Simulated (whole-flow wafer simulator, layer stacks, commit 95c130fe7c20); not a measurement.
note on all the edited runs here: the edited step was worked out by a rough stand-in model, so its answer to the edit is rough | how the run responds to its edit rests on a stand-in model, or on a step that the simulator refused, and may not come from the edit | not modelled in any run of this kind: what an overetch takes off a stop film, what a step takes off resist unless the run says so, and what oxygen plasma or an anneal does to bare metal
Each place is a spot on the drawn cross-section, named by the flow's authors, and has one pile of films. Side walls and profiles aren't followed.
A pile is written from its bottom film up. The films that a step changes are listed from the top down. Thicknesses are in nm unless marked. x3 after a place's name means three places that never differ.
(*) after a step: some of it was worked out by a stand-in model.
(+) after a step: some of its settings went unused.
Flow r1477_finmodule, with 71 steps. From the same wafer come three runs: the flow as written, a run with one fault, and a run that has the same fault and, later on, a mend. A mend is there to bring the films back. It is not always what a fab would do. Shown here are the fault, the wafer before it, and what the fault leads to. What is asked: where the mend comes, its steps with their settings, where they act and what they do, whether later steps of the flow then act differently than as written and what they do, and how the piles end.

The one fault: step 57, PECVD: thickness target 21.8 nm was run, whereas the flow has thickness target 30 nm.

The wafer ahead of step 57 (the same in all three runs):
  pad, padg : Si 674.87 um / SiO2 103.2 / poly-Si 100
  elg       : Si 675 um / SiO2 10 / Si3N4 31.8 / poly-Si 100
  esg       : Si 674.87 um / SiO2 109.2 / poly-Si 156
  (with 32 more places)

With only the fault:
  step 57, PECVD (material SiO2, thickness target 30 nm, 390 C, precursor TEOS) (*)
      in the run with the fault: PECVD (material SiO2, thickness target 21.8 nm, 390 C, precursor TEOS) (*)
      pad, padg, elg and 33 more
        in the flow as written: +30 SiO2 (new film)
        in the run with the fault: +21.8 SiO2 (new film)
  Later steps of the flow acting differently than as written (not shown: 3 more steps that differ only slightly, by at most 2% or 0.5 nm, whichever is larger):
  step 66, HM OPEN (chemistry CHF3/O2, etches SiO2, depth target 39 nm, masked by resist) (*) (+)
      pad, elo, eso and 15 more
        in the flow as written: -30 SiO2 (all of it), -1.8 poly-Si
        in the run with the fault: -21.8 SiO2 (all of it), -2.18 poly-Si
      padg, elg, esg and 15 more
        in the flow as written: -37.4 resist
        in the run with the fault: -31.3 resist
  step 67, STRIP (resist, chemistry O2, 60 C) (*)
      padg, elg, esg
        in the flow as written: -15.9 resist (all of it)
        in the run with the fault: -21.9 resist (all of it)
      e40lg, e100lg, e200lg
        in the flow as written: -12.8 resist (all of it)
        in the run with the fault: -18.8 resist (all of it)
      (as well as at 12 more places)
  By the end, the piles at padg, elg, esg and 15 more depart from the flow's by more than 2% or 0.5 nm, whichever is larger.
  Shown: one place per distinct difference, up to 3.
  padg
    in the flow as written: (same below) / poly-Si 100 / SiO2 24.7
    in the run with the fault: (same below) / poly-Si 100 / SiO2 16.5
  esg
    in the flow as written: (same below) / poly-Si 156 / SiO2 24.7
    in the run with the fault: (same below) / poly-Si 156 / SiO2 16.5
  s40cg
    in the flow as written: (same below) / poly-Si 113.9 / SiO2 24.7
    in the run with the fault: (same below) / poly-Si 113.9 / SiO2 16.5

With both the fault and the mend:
  The mend stands after step 58.
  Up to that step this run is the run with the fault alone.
  step 58a, PECVD (material SiO2, thickness target 8.2 nm, 390 C, precursor TEOS) (*) (a further turn of the flow's step 57, with different settings)
      pad, padg, elg and 33 more
        +8.2 SiO2
  Later steps of the flow that are run all act as written at every place that is followed.
  By the end, the piles equal the flow's at every place that both follow.
